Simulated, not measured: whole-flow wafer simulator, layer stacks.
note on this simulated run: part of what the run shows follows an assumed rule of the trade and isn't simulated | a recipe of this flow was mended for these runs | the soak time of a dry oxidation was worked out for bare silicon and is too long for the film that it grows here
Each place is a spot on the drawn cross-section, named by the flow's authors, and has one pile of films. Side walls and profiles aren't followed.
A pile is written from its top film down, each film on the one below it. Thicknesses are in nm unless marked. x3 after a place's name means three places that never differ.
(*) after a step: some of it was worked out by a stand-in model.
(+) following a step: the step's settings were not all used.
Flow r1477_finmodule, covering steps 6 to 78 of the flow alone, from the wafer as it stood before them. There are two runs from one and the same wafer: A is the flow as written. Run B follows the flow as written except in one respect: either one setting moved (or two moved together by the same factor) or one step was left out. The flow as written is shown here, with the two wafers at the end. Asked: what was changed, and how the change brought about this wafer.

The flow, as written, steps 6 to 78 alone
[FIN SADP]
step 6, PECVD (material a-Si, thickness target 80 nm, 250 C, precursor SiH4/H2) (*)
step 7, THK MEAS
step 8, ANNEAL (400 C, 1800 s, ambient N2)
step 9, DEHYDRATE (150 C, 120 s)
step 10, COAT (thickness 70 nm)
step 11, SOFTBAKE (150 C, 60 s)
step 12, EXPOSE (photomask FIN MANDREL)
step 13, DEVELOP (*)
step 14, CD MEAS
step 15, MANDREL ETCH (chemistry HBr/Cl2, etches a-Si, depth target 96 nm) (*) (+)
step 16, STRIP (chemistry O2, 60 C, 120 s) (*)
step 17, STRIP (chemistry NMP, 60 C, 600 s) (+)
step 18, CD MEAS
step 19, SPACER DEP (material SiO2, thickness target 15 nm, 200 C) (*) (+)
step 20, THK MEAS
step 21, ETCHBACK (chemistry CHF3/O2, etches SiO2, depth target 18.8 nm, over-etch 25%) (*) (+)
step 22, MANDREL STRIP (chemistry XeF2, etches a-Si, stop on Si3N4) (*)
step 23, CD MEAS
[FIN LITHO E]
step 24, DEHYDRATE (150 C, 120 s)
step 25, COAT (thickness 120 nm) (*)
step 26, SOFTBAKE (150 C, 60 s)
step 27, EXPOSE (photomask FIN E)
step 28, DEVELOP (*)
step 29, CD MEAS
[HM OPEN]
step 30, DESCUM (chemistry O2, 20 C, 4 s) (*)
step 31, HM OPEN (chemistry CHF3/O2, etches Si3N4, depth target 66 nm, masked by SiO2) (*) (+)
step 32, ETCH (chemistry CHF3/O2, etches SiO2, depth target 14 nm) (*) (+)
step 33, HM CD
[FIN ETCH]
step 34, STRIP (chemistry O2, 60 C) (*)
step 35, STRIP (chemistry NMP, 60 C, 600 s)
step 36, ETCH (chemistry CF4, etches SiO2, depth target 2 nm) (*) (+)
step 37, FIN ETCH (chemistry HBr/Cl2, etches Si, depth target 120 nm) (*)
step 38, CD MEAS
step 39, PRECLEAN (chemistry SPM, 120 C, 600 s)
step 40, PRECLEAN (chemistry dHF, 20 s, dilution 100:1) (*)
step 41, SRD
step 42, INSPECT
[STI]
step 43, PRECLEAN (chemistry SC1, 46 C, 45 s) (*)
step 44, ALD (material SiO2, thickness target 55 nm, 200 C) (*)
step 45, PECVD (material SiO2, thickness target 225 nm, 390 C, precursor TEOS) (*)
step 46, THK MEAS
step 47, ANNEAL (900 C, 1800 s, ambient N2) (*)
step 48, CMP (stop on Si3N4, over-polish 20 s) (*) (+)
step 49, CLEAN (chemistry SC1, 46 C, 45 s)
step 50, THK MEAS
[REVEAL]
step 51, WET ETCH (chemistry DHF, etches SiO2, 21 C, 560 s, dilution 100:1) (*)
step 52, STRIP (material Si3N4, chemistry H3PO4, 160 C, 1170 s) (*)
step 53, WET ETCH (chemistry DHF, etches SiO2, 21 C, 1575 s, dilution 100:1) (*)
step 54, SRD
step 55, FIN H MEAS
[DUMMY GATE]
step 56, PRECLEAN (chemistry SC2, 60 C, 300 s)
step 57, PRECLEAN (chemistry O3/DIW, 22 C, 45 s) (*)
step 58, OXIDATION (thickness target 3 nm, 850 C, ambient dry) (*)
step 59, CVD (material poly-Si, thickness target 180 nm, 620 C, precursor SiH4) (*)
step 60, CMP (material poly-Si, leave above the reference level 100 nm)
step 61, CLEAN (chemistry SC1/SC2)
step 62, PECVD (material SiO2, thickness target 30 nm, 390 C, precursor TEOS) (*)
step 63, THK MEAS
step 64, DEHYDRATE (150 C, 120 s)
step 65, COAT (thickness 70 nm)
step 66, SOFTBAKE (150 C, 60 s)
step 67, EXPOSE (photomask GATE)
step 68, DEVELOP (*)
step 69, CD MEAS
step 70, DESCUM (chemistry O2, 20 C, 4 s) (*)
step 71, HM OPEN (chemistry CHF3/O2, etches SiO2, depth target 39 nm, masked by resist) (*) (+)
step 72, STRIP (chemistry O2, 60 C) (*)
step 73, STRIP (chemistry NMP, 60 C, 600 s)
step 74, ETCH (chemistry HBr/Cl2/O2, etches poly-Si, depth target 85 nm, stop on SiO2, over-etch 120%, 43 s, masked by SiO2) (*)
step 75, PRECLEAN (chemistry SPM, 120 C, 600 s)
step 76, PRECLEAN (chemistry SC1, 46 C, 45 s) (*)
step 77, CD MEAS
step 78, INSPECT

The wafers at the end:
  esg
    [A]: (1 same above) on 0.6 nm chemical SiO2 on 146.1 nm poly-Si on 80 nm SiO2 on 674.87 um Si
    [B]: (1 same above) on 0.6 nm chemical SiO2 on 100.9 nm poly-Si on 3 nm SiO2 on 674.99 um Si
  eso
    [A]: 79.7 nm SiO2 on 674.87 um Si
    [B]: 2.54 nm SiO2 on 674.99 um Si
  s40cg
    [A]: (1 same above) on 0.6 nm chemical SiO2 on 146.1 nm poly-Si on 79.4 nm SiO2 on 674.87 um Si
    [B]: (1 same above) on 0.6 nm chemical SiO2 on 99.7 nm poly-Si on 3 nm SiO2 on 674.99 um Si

Cause: step 21, ETCHBACK: depth target 7.5 nm was run, though the flow has depth target 18.8 nm.

How this came from the change, step by step:
  step 21, ETCHBACK (chemistry CHF3/O2, etches SiO2, depth target 18.8 nm, over-etch 25%) (*) (+)
      pad, padg, elg x4 and 18 more: A SiO2 loses 15 (all of it), Si3N4 loses 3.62 | B SiO2 loses 7.48
      s40cg, s45cg, s50cg, s40co, s45co, s50co: A SiO2 loses 15 (all of it), chemical SiO2 loses 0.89 (all of it), a-Si loses 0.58 | B SiO2 loses 7.48
  step 22, MANDREL STRIP (chemistry XeF2, etches a-Si, stop on Si3N4) (*)
      s40cg, s45cg, s50cg, s40co, s45co, s50co: A a-Si loses 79 (all of it) | B nothing
  step 25, COAT (thickness 120 nm) (*)
      s40cg, s40co: A e-beam-resist gains 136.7 (new film) | B e-beam-resist gains 67.4 (new film)
      s40sg, s40so: A e-beam-resist gains 142.6 (new film) | B e-beam-resist gains 150.1 (new film)
      (as well as at 14 more places)
  step 28, DEVELOP (*)
      s40cg, s40co: A e-beam-resist loses 136.7 (all of it) | B e-beam-resist loses 67.4 (all of it)
      s40sg, s40so: A e-beam-resist loses 142.6 (all of it) | B e-beam-resist loses 150.1 (all of it)
      (as well as at 14 more places)
  step 31, HM OPEN (chemistry CHF3/O2, etches Si3N4, depth target 66 nm, masked by SiO2) (*) (+)
      pad, padg, esg and 13 more: A Si3N4 loses 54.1 (all of it), SiO2 loses 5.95 | B SiO2 loses 7.52 (all of it), Si3N4 loses 51
      s40cg, s45cg, s50cg, s40co, s45co, s50co: A Si3N4 loses 60 (all of it), SiO2 loses 3 | B SiO2 loses 7.54 (all of it), chemical SiO2 loses 0.89 (all of it), a-Si loses 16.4
      (as well as at 6 more places)
  step 32, ETCH (chemistry CHF3/O2, etches SiO2, depth target 14 nm) (*) (+)
      pad, padg, esg and 13 more: A SiO2 loses 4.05 (all of it), Si loses 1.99 | B Si3N4 loses 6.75 (all of it), SiO2 loses 6.91
      s40cg, s45cg, s50cg, s40co, s45co, s50co: A SiO2 loses 7 (all of it), Si loses 1.4 | B a-Si loses 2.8
      (as well as at 14 more places)
  step 34, STRIP (chemistry O2, 60 C) (*)
      pad, padg, esg and 13 more: A chemical SiO2 gains 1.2 (new film), Si loses 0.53 | B nothing
      s40cg, s45cg, s50cg, s40co, s45co, s50co: A chemical SiO2 gains 1.2 (new film), Si loses 0.53 | B chemical SiO2 gains 1.27 (new film), a-Si loses 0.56
      (as well as at 8 more places)
  step 36, ETCH (chemistry CF4, etches SiO2, depth target 2 nm) (*) (+)
      pad, padg, esg and 13 more: A chemical SiO2 loses 1.2 (all of it), Si loses 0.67 | B SiO2 loses 2
      elg x4, elo x4: A Si3N4 loses 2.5 | B SiO2 loses 2
      (as well as at 12 more places)
  step 37, FIN ETCH (chemistry HBr/Cl2, etches Si, depth target 120 nm) (*)
      pad, padg, esg and 13 more: A Si loses 120 | B SiO2 loses 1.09 (all of it)
      elg x4, elo x4: A Si3N4 loses 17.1 | B SiO2 loses 5.52 (all of it), Si3N4 loses 6.89
      (as well as at 12 more places)
  step 39, PRECLEAN (chemistry SPM, 120 C, 600 s)
      s40cg, s45cg, s50cg, s40co, s45co, s50co: A chemical SiO2 gains 0.8 (new film), Si loses 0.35 | B nothing
  step 40, PRECLEAN (chemistry dHF, 20 s, dilution 100:1) (*)
      s40cg, s45cg, s50cg, s40co, s45co, s50co: A chemical SiO2 loses 0.8 (all of it) | B Si3N4 loses 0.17
      s40sg_line, s45sg_line, s50sg_line, s40so_line, s45so_line, s50so_line: A SiO2 loses 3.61 | B SiO2 loses 0.87
  step 43, PRECLEAN (chemistry SC1, 46 C, 45 s) (*)
      s40cg, s45cg, s50cg, s40co, s45co, s50co: A chemical SiO2 gains 0.48 (new film), Si loses 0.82 | B nothing
  step 44, ALD (material SiO2, thickness target 55 nm, 200 C) (*)
      s40cg, s45cg, s50cg, s40co, s45co, s50co: A SiO2 gains 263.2 (new film) | B SiO2 gains 55 (new film)
  step 48, CMP (stop on Si3N4, over-polish 20 s) (*) (+)
      elg x4, elo x4: A SiO2 loses 247.6 | B SiO2 loses 269.9 (all of it), Si3N4 loses 1.12
      s40cg, s45cg, s50cg, s40co, s45co, s50co: A SiO2 loses 288.1 | B SiO2 loses 269.9 (all of it), Si3N4 loses 1.61
      (as well as at 2 more places)
  step 51, WET ETCH (chemistry DHF, etches SiO2, 21 C, 560 s, dilution 100:1) (*)
      elg x4, elo x4: A SiO2 loses 22.3 (all of it), Si3N4 loses 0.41 | B Si3N4 loses 1.43
      s40cg, s45cg, s50cg, s40co, s45co, s50co: A SiO2 loses 28.1 | B Si3N4 loses 1.43
      (as well as at 2 more places)
  step 52, STRIP (material Si3N4, chemistry H3PO4, 160 C, 1170 s) (*)
      s40cg, s45cg, s50cg, s40co, s45co, s50co: A SiO2 loses 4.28 | B Si3N4 loses 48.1 (all of it), SiO2 loses 1.7
      elg x4, elo x4: A Si3N4 loses 33.9 (all of it), SiO2 loses 2.15 | B Si3N4 loses 48.1 (all of it), SiO2 loses 1.7
  ... 5 other steps ...
  step 74, ETCH (chemistry HBr/Cl2/O2, etches poly-Si, depth target 85 nm, stop on SiO2, over-etch 120%, 43 s, masked by SiO2) (*)
      eso, e40so, e100so, e200so, s40so, s45so, s50so: A chemical SiO2 loses 1.12 (all of it), poly-Si loses 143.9 (all of it), SiO2 loses 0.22 | B chemical SiO2 loses 1.12 (all of it), poly-Si loses 98.8 (all of it), SiO2 loses 0.44
      s40co, s45co, s50co: A chemical SiO2 loses 1.12 (all of it), poly-Si loses 143.9 (all of it), SiO2 loses 0.22 | B chemical SiO2 loses 1.12 (all of it), poly-Si loses 97.6 (all of it), SiO2 loses 0.45
      (as well as at 1 more place)
